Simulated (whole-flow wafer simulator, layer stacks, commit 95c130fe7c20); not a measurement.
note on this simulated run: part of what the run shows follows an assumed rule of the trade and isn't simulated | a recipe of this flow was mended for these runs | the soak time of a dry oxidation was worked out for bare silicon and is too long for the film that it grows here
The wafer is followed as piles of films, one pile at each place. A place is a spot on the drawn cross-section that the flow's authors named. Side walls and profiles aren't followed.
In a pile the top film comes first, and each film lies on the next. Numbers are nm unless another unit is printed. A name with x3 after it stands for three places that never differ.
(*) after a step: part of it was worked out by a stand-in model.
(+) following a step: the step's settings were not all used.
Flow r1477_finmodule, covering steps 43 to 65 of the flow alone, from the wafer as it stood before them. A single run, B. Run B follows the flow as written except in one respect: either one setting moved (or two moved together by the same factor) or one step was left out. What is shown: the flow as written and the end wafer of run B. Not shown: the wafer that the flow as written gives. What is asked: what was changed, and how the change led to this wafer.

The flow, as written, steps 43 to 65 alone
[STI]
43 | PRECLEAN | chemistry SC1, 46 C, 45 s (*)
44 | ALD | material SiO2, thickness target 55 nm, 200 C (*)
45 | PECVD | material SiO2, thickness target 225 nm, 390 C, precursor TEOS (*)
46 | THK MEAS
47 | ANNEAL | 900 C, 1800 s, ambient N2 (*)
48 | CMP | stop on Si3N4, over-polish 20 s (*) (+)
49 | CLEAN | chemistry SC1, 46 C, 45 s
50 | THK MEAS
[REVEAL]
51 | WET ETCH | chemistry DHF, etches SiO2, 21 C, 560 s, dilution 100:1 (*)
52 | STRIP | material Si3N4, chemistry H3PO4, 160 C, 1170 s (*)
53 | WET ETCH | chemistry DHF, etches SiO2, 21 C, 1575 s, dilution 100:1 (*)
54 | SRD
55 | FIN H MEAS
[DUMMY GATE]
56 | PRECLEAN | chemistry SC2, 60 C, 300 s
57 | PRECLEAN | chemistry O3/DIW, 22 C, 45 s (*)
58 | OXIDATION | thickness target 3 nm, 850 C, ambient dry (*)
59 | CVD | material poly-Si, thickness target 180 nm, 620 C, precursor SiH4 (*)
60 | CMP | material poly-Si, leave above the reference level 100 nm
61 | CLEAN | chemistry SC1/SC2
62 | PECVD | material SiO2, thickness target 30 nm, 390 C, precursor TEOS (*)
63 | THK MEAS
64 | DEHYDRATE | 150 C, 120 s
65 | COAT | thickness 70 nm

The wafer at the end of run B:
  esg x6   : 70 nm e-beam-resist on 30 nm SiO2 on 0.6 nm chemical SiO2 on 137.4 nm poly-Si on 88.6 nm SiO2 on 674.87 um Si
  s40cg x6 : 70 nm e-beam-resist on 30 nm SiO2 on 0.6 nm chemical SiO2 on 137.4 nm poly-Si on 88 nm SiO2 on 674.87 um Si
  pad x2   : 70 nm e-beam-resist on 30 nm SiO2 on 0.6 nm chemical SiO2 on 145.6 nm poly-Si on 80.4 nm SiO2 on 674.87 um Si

The reason: step 51, WET ETCH: 388 s was run, though the flow has 560 s.

Step by step, how the change led to this:
  51 | WET ETCH | chemistry DHF, etches SiO2, 21 C, 560 s, dilution 100:1 (*)
      elg x8: -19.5 SiO2 (it would be, as written: -22.3 SiO2 (all of it), -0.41 Si3N4)
      esg x6, e200sg x2, s40cg x6, s40sg x6: -19.5 SiO2 (it would be, as written: -28.1 SiO2)
      (and at 2 other places as well)
  52 | STRIP | material Si3N4, chemistry H3PO4, 160 C, 1170 s (*)
      elg x8: -2.8 SiO2 (all of it), -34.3 Si3N4 (all of it), -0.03 SiO2 (it would be, as written: -33.9 Si3N4 (all of it), -2.15 SiO2)
  53 | WET ETCH | chemistry DHF, etches SiO2, 21 C, 1575 s, dilution 100:1 (*)
      elg x8: -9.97 SiO2 (all of it) (it would be, as written: -7.85 SiO2 (all of it))
  59 | CVD | material poly-Si, thickness target 180 nm, 620 C, precursor SiH4 (*)
      esg x6, s40cg x6, s40sg x6: +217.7 poly-Si (new film) (it would be, as written: +226.3 poly-Si (new film))
      e200sg x2: +210.6 poly-Si (new film) (it would be, as written: +219.2 poly-Si (new film))
  60 | CMP | material poly-Si, leave above the reference level 100 nm
      pad x2: -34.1 poly-Si (it would be, as written: -24.8 poly-Si)
